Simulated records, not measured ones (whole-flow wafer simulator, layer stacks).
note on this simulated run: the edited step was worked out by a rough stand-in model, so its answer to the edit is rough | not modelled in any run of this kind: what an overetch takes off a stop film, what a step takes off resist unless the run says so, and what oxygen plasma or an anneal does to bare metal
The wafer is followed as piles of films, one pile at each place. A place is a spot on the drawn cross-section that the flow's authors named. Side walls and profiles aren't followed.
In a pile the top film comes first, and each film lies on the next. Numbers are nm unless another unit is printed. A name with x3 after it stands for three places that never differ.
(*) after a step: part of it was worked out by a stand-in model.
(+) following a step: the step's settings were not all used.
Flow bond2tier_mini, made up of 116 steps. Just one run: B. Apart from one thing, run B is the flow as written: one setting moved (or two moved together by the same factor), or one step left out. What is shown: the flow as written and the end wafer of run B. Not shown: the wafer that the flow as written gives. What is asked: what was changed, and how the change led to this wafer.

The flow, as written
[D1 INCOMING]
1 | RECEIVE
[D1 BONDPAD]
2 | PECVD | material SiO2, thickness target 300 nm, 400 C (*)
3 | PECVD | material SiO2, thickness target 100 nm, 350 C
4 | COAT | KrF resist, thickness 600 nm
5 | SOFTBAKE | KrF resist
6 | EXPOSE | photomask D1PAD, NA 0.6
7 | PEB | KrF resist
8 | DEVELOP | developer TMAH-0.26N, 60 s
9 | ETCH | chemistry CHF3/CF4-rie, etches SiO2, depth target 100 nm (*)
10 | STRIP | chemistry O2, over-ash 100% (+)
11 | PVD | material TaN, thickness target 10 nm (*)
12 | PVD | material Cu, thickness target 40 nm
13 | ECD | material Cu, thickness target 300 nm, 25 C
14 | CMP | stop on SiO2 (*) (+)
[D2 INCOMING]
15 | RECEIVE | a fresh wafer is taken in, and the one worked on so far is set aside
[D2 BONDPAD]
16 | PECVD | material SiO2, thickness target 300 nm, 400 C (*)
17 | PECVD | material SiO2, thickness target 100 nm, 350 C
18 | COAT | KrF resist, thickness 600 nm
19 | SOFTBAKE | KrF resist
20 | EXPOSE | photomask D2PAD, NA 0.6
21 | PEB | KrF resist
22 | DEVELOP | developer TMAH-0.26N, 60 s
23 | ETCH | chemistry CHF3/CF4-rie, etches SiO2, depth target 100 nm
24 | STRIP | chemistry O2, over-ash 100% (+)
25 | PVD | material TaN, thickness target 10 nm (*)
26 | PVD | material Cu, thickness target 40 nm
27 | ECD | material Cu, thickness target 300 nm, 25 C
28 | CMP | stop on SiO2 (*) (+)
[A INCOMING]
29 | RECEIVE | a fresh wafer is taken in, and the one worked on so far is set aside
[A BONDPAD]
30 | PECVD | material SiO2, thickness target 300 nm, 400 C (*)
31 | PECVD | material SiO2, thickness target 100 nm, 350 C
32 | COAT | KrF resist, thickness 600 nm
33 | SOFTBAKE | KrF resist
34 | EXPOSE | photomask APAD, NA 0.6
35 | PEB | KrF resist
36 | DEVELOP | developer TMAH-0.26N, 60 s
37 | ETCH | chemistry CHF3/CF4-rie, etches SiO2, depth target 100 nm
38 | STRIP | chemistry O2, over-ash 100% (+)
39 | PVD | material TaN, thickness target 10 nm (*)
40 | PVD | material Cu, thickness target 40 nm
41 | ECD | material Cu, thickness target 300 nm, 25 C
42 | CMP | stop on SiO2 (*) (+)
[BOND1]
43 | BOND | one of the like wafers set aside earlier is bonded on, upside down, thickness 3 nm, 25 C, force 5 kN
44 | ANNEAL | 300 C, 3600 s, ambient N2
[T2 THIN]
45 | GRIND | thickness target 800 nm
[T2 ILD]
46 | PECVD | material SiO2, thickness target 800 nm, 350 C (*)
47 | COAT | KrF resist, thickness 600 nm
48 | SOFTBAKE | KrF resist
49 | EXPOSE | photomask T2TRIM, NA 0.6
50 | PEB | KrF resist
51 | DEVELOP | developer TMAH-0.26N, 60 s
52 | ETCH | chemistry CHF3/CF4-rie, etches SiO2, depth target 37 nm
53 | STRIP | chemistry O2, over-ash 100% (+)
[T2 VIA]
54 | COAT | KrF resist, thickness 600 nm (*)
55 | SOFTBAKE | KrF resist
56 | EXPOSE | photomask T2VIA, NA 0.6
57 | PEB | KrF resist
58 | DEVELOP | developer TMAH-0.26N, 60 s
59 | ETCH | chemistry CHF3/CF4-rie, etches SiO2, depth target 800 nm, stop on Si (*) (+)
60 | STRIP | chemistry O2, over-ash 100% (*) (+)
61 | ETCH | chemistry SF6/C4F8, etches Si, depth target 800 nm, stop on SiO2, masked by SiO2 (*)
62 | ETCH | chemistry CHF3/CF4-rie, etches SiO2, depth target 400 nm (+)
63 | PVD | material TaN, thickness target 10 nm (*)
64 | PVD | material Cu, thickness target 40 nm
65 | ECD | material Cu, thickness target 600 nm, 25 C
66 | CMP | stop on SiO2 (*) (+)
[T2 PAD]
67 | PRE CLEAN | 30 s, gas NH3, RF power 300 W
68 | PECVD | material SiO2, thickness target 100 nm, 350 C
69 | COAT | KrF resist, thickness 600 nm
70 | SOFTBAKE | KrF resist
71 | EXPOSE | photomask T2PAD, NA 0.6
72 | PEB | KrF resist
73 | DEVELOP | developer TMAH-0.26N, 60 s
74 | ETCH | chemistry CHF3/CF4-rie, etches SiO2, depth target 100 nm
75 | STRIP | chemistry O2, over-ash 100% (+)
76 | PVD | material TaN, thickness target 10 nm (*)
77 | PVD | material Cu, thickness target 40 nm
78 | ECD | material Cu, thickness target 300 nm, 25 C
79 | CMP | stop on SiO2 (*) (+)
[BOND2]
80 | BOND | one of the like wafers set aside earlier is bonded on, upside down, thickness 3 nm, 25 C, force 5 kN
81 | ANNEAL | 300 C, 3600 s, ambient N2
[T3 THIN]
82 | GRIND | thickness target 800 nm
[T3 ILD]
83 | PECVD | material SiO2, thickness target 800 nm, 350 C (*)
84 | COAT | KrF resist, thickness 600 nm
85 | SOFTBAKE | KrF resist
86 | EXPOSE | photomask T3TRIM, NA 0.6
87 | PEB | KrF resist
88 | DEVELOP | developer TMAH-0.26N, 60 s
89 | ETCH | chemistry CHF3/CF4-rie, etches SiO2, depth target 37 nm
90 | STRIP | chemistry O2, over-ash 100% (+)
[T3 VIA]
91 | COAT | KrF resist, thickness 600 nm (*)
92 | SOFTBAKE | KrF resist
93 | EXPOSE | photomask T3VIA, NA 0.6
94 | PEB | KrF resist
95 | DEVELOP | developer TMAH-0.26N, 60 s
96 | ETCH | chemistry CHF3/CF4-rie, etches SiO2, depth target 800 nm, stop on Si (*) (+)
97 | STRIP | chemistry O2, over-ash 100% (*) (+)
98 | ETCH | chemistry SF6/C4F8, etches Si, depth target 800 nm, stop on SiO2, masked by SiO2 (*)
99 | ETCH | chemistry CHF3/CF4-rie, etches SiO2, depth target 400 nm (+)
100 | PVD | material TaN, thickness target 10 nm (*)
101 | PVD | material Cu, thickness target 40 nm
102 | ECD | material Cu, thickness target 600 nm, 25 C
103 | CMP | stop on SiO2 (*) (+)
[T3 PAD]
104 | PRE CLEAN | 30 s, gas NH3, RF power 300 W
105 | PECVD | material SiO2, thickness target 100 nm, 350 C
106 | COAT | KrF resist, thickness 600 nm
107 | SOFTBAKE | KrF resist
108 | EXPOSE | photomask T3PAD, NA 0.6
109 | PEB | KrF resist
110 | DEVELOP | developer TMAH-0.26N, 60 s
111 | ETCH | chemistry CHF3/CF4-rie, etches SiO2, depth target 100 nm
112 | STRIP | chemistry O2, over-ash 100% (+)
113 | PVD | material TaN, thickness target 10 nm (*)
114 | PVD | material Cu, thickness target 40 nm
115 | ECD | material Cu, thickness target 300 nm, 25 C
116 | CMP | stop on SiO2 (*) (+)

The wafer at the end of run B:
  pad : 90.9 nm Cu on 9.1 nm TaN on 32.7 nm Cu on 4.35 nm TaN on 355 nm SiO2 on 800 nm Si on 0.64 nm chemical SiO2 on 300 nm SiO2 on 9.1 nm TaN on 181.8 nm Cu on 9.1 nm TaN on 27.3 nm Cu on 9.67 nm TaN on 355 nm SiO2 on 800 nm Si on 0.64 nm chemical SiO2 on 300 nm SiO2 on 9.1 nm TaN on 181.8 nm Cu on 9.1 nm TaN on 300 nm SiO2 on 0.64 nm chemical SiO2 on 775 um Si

What caused this: step 100, PVD: thickness target 4.5 nm was run, whereas the flow has thickness target 10 nm.

How this came from the change, step by step:
  100 | PVD | material TaN, thickness target 10 nm (*)
      field: TaN gains 4.5 (new film) (in the flow as written it would be: TaN gains 10 (new film))
      pad: TaN gains 4.35 (new film) (in the flow as written it would be: TaN gains 9.67 (new film))
  103 | CMP | stop on SiO2 (*) (+)
      field: Cu loses 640 (all of it), TaN loses 4.5 (all of it) (in the flow as written it would be: Cu loses 640 (all of it), TaN loses 10 (all of it))
